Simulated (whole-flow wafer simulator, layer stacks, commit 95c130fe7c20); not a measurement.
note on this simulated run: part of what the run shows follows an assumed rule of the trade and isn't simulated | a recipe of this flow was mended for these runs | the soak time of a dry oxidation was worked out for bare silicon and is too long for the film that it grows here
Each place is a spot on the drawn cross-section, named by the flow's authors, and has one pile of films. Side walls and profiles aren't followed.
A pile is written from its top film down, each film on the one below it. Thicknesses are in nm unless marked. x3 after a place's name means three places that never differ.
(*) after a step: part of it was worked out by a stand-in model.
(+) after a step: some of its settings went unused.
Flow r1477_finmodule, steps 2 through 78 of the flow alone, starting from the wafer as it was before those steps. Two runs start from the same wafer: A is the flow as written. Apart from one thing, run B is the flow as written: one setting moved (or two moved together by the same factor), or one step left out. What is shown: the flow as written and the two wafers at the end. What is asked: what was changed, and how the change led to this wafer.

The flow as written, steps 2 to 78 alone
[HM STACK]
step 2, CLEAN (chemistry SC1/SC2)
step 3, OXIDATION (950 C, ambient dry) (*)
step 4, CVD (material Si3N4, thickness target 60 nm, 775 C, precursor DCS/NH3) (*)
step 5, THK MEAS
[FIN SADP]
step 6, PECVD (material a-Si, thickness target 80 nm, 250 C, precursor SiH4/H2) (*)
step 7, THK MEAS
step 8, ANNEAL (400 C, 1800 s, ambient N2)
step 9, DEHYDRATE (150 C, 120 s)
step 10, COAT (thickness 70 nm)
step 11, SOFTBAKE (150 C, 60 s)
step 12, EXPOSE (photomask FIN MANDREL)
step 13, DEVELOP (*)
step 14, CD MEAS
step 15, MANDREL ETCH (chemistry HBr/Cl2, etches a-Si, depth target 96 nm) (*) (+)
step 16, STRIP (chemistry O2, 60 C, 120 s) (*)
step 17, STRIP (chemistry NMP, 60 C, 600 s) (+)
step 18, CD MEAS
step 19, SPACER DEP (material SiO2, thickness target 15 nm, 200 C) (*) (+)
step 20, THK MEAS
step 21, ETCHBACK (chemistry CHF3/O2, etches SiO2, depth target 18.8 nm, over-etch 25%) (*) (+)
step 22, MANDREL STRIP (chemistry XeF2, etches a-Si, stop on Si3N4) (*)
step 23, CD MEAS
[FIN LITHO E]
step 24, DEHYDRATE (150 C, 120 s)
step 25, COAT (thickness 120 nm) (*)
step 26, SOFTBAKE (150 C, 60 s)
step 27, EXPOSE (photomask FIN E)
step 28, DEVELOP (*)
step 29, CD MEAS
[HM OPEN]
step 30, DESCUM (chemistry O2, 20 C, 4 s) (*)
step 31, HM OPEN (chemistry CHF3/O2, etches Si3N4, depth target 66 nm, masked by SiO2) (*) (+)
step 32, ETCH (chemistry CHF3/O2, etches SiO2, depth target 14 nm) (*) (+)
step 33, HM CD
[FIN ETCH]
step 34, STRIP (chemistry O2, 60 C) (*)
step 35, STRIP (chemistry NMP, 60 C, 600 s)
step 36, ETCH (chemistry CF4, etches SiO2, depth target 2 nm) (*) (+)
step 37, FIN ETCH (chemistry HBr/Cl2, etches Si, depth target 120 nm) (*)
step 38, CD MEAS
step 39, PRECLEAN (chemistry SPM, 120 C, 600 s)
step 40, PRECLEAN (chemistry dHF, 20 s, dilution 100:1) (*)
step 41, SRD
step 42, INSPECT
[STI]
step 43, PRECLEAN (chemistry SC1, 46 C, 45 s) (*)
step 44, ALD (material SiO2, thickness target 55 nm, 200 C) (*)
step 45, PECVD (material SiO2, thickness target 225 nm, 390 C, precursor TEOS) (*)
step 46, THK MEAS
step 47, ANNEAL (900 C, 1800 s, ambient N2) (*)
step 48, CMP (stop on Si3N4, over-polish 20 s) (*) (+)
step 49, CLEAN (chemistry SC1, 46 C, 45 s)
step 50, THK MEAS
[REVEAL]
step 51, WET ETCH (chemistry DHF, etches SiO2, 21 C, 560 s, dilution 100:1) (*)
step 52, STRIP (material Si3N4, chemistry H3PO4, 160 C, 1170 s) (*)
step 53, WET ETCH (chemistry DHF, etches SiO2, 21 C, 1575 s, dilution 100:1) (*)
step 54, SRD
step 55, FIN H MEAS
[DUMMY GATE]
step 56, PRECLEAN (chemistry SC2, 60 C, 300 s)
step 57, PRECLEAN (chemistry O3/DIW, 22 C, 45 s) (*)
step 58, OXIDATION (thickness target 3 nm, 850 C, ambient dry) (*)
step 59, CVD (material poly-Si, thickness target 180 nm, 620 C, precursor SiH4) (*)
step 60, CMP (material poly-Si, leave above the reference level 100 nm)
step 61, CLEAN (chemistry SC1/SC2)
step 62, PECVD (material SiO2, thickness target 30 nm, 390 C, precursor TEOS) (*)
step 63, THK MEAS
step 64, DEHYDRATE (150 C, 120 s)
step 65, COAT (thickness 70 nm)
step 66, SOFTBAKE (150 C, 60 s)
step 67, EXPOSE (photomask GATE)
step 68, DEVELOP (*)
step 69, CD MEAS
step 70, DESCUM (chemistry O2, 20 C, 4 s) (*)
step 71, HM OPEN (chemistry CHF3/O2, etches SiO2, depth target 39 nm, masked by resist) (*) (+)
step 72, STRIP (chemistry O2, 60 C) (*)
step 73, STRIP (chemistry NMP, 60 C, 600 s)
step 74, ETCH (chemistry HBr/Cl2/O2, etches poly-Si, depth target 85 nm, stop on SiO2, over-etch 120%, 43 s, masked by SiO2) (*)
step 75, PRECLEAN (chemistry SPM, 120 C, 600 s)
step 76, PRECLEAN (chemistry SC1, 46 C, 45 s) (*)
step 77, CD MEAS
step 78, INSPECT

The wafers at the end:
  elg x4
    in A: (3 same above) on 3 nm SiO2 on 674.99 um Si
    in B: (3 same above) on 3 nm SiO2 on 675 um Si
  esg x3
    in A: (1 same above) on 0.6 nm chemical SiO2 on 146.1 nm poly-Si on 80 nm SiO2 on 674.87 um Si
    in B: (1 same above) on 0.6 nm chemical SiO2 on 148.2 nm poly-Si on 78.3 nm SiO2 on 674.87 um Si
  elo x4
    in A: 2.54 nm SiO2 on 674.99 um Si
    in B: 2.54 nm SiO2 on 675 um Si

The reason: step 3, OXIDATION: 927 C was run, whereas the flow has 950 C.

How this came from the change, step by step:
  step 3, OXIDATION (950 C, ambient dry) (*)
      pad, padg, elg x4 and 30 more: A SiO2 gains 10 (new film), chemical SiO2 loses 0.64 (all of it), Si loses 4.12 | B SiO2 gains 7.88 (new film), chemical SiO2 loses 0.64 (all of it), Si loses 3.18
  step 32, ETCH (chemistry CHF3/O2, etches SiO2, depth target 14 nm) (*) (+)
      pad, padg, esg x3 and 11 more: A SiO2 loses 4.05 (all of it), Si loses 1.99 | B SiO2 loses 1.92 (all of it), Si loses 2.42
      s40cg, s45cg, s50cg, s40co, s45co, s50co: A SiO2 loses 7 (all of it), Si loses 1.4 | B SiO2 loses 4.88 (all of it), Si loses 1.82
  step 48, CMP (stop on Si3N4, over-polish 20 s) (*) (+)
      pad, padg: A SiO2 loses 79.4 | B SiO2 loses 81.1
  step 53, WET ETCH (chemistry DHF, etches SiO2, 21 C, 1575 s, dilution 100:1) (*)
      elg x4, elo x4: A SiO2 loses 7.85 (all of it) | B SiO2 loses 5.73 (all of it)
      s40sg_line, s45sg_line, s50sg_line, s40so_line, s45so_line, s50so_line: A SiO2 loses 8.51 (all of it) | B SiO2 loses 6.39 (all of it)
  step 60, CMP (material poly-Si, leave above the reference level 100 nm)
      pad, padg: A poly-Si loses 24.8 | B poly-Si loses 22.6
